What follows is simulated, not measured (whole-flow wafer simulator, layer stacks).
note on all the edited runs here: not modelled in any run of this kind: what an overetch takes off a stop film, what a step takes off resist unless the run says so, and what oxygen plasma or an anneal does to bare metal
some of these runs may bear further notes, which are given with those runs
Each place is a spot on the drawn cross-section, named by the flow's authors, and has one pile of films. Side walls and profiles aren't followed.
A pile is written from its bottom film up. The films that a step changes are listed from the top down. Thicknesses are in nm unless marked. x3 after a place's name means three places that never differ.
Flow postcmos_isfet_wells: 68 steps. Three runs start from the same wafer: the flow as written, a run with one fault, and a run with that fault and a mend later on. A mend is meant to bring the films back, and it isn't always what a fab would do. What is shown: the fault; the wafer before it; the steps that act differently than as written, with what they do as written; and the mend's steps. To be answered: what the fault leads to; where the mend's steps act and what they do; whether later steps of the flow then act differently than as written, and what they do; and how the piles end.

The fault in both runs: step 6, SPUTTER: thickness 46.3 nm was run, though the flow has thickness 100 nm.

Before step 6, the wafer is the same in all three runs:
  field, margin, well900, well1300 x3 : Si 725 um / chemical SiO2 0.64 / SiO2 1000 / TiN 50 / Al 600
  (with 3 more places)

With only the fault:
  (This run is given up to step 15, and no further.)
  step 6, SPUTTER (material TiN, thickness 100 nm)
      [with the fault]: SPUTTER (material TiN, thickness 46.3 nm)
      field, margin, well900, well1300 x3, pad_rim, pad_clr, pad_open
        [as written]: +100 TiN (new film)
        [with the fault]: +46.3 TiN (new film)
  None of the later steps of the flow up to step 15 acts differently than as written at any place that is followed.
  Once step 15 is done, the piles at field, margin, well900, well1300 x3, pad_rim, pad_clr, pad_open depart from the flow's by more than 2% or 0.5 nm, whichever is larger.
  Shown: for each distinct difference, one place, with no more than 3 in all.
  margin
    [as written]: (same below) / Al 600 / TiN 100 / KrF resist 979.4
    [with the fault]: (same below) / Al 600 / TiN 46.3 / KrF resist 979.4
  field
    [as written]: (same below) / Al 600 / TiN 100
    [with the fault]: (same below) / Al 600 / TiN 46.3

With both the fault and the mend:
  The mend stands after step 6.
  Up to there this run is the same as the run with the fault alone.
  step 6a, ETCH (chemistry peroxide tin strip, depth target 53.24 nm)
      field, margin, well900, well1300 x3, pad_rim, pad_clr, pad_open
        -46.3 TiN (all of it)
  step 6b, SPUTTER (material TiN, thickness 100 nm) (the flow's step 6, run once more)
      field, margin, well900, well1300 x3, pad_rim, pad_clr, pad_open
        +100 TiN (new film)
  None of the later steps of the flow acts differently than as written at any place that is followed.
  By the end, the piles equal the flow's at every place that both follow.
